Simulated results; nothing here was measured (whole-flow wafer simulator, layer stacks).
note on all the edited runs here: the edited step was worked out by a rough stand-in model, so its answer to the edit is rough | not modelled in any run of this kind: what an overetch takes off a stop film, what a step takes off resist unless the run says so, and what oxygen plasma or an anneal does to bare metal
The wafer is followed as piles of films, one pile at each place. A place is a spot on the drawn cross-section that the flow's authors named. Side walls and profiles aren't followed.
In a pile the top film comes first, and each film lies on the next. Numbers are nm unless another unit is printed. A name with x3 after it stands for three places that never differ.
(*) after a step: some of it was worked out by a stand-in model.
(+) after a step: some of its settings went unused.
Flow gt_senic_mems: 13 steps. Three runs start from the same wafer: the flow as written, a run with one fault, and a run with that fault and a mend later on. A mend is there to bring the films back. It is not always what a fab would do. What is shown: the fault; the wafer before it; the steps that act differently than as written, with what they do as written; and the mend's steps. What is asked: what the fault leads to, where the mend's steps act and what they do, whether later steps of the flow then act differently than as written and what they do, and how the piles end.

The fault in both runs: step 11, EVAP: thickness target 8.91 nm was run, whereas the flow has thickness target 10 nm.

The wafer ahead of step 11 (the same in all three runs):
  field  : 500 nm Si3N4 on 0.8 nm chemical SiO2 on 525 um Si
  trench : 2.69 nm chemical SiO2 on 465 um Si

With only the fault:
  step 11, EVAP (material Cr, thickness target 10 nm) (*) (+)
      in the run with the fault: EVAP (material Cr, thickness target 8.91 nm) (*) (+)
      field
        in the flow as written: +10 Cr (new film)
        in the run with the fault: +8.91 Cr (new film)
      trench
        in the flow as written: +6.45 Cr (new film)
        in the run with the fault: +5.75 Cr (new film)
  Every later step of the flow that is run acts as written at every place that is followed.
  At field, trench, the piles at the end differ from the flow's by more than 2% or 0.5 nm, whichever is larger.
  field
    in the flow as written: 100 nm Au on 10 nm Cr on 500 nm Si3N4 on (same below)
    in the run with the fault: 100 nm Au on 8.91 nm Cr on 500 nm Si3N4 on (same below)
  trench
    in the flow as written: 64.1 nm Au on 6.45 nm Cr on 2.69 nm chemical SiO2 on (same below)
    in the run with the fault: 64.1 nm Au on 5.75 nm Cr on 2.69 nm chemical SiO2 on (same below)

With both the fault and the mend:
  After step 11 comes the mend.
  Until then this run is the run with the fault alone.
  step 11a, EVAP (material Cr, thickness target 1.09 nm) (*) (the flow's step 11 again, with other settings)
      field
        +1.09 Cr
      trench
        +0.7 Cr
  Every later step of the flow that is run acts as written at every place that is followed.
  The piles end only slightly different from the flow's at the places that both follow, by no more than 2% or 0.5 nm, whichever is larger.
